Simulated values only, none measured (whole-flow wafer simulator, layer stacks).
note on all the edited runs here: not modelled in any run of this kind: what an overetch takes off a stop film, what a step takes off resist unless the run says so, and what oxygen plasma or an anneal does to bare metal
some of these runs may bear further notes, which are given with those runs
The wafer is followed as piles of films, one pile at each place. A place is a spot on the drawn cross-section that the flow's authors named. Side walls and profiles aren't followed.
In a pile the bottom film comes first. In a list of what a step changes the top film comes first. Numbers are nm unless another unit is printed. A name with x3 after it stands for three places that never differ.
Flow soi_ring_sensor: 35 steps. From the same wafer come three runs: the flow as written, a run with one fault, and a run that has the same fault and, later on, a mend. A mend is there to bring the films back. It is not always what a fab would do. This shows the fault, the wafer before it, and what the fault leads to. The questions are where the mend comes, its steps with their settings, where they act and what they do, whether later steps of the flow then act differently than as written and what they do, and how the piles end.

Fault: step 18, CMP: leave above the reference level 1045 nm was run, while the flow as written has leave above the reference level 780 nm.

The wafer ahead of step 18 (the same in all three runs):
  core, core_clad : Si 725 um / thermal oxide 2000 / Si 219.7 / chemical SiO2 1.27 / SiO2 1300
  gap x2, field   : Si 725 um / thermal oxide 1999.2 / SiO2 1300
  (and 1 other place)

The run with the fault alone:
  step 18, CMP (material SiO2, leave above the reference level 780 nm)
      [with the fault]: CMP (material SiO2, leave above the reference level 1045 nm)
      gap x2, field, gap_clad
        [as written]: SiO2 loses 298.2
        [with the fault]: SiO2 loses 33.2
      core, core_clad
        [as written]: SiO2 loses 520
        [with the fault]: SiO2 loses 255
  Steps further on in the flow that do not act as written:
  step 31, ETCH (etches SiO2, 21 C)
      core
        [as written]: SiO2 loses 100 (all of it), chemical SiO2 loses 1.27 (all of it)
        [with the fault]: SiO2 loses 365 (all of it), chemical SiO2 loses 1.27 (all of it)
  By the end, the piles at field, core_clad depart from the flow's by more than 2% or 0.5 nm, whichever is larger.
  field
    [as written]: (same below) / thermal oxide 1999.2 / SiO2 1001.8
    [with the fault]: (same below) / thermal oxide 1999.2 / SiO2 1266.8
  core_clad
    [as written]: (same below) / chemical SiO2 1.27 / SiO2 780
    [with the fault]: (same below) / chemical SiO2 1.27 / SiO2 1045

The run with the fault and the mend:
  The mend follows step 19.
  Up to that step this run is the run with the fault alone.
  step 19a, CMP (material SiO2, leave above the reference level 780 nm) (the flow's step 18, run once more)
      core, gap x2, field, core_clad, gap_clad
        SiO2 loses 265
  None of the later steps of the flow acts differently than as written at any place that is followed.
  At every place that both follow, the piles at the end match the flow's.
